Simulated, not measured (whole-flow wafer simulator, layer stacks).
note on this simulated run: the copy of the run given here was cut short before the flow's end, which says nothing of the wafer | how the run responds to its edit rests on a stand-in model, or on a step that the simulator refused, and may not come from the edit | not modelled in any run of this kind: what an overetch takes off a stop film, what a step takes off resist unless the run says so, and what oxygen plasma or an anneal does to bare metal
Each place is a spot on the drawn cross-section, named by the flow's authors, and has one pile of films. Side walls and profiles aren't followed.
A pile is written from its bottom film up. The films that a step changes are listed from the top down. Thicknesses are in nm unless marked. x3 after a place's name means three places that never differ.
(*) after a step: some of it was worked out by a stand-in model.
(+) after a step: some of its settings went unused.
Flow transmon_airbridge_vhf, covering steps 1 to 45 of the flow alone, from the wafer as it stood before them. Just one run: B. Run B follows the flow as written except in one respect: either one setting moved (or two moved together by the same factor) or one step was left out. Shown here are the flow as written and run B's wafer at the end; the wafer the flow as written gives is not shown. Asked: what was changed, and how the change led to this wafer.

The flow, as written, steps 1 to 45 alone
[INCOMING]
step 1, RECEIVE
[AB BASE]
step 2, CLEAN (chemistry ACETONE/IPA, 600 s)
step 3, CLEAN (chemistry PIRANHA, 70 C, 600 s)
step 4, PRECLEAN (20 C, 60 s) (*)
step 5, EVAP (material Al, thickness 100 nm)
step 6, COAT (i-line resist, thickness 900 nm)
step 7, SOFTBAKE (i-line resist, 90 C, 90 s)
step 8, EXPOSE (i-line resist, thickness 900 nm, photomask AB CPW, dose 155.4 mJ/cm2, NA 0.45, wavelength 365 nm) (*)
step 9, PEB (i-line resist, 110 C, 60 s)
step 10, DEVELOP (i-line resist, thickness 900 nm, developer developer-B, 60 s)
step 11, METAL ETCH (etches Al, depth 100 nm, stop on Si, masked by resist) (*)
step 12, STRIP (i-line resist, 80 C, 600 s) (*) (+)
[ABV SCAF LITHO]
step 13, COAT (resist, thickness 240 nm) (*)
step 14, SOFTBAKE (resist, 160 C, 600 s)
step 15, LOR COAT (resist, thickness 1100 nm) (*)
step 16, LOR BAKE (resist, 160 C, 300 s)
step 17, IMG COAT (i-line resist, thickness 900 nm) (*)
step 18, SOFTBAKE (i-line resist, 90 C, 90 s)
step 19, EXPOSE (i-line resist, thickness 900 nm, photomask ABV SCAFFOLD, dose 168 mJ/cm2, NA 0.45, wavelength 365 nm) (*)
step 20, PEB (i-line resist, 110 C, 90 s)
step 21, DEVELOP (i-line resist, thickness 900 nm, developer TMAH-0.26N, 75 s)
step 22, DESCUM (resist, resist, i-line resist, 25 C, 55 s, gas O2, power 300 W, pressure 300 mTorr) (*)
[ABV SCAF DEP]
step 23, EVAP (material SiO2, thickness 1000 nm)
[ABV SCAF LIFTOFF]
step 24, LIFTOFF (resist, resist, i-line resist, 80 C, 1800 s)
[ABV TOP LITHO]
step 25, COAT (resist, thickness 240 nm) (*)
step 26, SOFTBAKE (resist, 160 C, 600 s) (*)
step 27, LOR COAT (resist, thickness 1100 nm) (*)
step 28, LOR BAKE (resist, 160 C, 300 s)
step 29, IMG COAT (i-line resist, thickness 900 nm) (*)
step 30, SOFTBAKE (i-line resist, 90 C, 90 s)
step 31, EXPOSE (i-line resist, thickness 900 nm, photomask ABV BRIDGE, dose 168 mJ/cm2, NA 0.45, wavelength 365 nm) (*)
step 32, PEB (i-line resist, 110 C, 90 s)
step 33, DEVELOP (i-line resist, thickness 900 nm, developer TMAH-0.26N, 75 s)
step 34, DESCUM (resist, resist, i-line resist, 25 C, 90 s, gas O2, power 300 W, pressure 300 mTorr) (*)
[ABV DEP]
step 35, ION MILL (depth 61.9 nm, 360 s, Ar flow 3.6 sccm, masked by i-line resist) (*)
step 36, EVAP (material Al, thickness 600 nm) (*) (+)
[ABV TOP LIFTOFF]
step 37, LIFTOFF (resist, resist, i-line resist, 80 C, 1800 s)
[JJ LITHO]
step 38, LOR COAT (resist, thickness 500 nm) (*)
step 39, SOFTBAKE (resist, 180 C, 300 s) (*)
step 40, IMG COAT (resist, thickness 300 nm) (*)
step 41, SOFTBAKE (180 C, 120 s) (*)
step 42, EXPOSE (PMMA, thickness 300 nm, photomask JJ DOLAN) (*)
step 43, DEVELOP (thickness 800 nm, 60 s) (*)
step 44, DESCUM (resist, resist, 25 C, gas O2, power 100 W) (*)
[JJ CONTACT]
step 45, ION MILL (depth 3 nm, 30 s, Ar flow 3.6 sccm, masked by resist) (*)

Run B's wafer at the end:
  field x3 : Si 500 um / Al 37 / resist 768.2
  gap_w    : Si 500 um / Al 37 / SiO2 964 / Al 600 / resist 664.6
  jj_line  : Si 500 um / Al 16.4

The reason: step 5, EVAP: thickness 137 nm was run, though the flow has thickness 100 nm.

Step by step, how the change led to this:
  step 5, EVAP (material Al, thickness 100 nm)
      field x3, jj_line, ground_far and 12 more: Al gains 137 (new film) (in the flow as written it would be: Al gains 100 (new film))
  step 11, METAL ETCH (etches Al, depth 100 nm, stop on Si, masked by resist) (*)
      field x3, jj_line, gap_w, gap_e: Al loses 100 (in the flow as written it would be: Al loses 100 (all of it))
  step 45, ION MILL (depth 3 nm, 30 s, Ar flow 3.6 sccm, masked by resist) (*)
      jj_line: Al loses 20.6 (in the flow as written it would be: Si loses 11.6)
Taking metal films that touch as one body, field x3 has 1 body; the flow as written gives 0 bodies.
Taking metal films that touch as one body, gap_w has 2 bodies (between them, from the top down: SiO2 964); the flow as written gives 1 body.
Taking metal films that touch as one body, jj_line has 1 body; the flow as written gives 0 bodies.
